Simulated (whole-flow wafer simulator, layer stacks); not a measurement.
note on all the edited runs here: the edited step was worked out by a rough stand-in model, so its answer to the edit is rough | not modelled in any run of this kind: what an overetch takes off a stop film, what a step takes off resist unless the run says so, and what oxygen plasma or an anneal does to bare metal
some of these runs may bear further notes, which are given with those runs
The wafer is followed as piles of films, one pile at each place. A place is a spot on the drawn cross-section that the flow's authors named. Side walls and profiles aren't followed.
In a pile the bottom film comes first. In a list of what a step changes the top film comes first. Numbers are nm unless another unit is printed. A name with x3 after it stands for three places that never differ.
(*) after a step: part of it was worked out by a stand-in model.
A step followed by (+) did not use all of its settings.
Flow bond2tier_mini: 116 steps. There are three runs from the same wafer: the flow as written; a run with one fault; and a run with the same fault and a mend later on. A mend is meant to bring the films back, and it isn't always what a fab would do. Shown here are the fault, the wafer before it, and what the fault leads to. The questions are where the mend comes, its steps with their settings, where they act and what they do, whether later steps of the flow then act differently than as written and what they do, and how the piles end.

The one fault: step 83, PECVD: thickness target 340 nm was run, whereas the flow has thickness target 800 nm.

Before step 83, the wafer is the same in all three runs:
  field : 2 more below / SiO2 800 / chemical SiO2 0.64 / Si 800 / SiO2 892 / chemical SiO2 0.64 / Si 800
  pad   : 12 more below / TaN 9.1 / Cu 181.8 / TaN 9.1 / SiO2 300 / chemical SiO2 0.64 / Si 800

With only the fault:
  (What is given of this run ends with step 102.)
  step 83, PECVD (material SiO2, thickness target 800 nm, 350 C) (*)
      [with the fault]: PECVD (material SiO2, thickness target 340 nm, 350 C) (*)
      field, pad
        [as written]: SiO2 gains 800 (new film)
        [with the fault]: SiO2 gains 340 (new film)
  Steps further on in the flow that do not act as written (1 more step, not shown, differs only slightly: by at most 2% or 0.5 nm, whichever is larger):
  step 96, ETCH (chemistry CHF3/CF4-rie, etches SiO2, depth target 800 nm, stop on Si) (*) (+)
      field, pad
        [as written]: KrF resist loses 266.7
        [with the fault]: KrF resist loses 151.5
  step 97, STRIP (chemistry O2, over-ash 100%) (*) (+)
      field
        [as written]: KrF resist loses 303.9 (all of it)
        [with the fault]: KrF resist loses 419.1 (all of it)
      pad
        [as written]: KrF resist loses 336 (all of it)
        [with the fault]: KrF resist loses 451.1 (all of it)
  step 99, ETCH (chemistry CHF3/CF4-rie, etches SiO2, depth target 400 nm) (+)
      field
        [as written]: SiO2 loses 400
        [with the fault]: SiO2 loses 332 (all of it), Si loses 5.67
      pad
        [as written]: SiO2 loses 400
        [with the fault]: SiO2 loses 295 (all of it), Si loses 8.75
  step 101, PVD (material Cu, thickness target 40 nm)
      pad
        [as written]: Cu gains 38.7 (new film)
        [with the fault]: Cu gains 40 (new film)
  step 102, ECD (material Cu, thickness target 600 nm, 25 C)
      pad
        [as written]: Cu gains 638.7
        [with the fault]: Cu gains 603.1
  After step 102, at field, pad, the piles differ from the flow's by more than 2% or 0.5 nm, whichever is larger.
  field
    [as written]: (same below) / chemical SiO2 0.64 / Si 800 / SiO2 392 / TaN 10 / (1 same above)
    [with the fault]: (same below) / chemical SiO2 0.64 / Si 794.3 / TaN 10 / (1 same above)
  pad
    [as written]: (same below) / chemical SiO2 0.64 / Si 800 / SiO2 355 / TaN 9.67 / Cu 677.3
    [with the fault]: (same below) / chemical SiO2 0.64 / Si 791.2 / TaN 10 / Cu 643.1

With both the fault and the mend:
  The mend stands after step 88.
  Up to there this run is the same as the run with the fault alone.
  step 88a, STRIP (chemistry O2, over-ash 100%) (+)
      field
        KrF resist loses 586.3 (all of it)
  step 88b, PECVD (material SiO2, thickness target 460 nm, 350 C) (*) (the flow's step 83 again, with other settings)
      field, pad
        SiO2 gains 460
  step 88c, COAT (KrF resist, thickness 600 nm) (the flow's step 84 again)
      field, pad
        KrF resist gains 600 (new film)
  step 88d, SOFTBAKE (KrF resist) (the flow's step 85 again)
      alters no film at any place that is followed
  step 88e, EXPOSE (photomask T3TRIM, NA 0.6) (the flow's step 86 again)
      alters no film at any place that is followed
  step 88f, PEB (KrF resist) (the flow's step 87 again)
      alters no film at any place that is followed
  step 88g, DEVELOP (developer TMAH-0.26N, 60 s) (the flow's step 88 again)
      field
        KrF resist loses 13.7
      pad
        KrF resist loses 600 (all of it)
  Later steps of the flow that are run all act as written at every place that is followed.
  At every place that both follow, the piles at the end match the flow's.
